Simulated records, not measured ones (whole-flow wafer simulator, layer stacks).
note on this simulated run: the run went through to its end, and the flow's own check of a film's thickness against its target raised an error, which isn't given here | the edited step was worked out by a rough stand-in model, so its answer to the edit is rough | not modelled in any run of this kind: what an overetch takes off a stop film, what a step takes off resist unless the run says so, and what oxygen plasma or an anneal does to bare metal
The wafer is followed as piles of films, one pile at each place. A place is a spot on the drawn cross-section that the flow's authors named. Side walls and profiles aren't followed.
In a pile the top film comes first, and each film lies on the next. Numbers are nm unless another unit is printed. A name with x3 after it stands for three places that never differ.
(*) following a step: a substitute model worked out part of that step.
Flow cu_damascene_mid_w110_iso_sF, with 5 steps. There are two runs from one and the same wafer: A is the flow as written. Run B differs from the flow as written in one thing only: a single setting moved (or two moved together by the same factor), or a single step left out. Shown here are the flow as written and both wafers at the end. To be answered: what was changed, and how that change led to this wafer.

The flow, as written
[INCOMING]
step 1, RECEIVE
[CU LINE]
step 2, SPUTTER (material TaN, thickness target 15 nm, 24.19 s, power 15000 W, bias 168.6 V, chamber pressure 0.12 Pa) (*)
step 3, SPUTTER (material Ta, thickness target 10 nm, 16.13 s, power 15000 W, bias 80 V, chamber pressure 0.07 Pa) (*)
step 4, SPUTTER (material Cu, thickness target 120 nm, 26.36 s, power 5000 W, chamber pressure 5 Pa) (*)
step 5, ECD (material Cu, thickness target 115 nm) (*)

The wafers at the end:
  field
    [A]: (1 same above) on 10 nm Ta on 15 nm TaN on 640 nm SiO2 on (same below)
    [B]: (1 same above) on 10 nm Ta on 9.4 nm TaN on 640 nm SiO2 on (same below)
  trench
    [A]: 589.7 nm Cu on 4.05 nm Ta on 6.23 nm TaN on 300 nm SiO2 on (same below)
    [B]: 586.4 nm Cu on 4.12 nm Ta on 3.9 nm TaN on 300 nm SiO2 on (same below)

Cause: step 2, SPUTTER: thickness target 9.4 nm was run, whereas the flow has thickness target 15 nm; step 2, SPUTTER: 15.12 s was run, where the flow has 24.19 s.
The wafer lets one read it off: field has TaN 9.4, and step 2 as written asks for 15 nm.

The path from the change to this, step by step:
  step 2, SPUTTER (material TaN, thickness target 15 nm, 24.19 s, power 15000 W, bias 168.6 V, chamber pressure 0.12 Pa) (*)
      field: A TaN gains 15 (new film) | B TaN gains 9.4 (new film)
      trench: A TaN gains 6.23 (new film) | B TaN gains 3.9 (new film)
